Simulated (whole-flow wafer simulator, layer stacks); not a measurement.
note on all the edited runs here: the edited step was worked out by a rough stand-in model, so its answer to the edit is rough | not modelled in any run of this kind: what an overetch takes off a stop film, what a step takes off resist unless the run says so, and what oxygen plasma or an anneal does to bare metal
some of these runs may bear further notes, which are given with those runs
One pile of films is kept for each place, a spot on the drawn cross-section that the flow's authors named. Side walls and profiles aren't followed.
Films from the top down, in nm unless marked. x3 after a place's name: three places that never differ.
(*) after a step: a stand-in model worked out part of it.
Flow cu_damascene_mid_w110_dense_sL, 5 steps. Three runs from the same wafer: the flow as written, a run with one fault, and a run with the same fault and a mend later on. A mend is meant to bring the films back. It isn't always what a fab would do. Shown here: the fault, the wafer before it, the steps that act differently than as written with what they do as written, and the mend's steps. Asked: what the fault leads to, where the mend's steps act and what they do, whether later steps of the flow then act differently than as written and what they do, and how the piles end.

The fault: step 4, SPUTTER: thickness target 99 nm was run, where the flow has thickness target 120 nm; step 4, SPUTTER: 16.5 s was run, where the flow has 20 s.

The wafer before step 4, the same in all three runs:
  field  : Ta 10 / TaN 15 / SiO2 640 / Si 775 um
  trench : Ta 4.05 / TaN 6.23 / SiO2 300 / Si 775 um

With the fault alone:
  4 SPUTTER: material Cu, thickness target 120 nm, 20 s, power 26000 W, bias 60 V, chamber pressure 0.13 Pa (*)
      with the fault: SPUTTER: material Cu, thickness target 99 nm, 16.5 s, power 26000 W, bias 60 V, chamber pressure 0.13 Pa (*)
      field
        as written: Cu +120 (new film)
        with the fault: Cu +99 (new film)
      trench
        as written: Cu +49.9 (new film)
        with the fault: Cu +41.2 (new film)
  Later steps of the flow that act differently than as written:
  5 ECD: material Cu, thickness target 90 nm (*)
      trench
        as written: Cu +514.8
        with the fault: Cu +502.5
  At the end the piles differ from the flow's by more than 2% or 0.5 nm, whichever is larger, at field, trench.
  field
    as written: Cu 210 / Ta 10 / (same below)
    with the fault: Cu 189 / Ta 10 / (same below)
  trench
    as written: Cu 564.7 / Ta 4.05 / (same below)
    with the fault: Cu 543.7 / Ta 4.05 / (same below)

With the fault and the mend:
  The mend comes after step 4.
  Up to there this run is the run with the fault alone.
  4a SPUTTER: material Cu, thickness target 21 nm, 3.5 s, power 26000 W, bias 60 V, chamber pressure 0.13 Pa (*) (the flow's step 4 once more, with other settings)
      field
        Cu +21
      trench
        Cu +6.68
  No later step of the flow acts differently than as written, at any place that is followed, by more than 2% or 0.5 nm, whichever is larger.
  At the end the piles are the same as the flow's at every place that both follow.
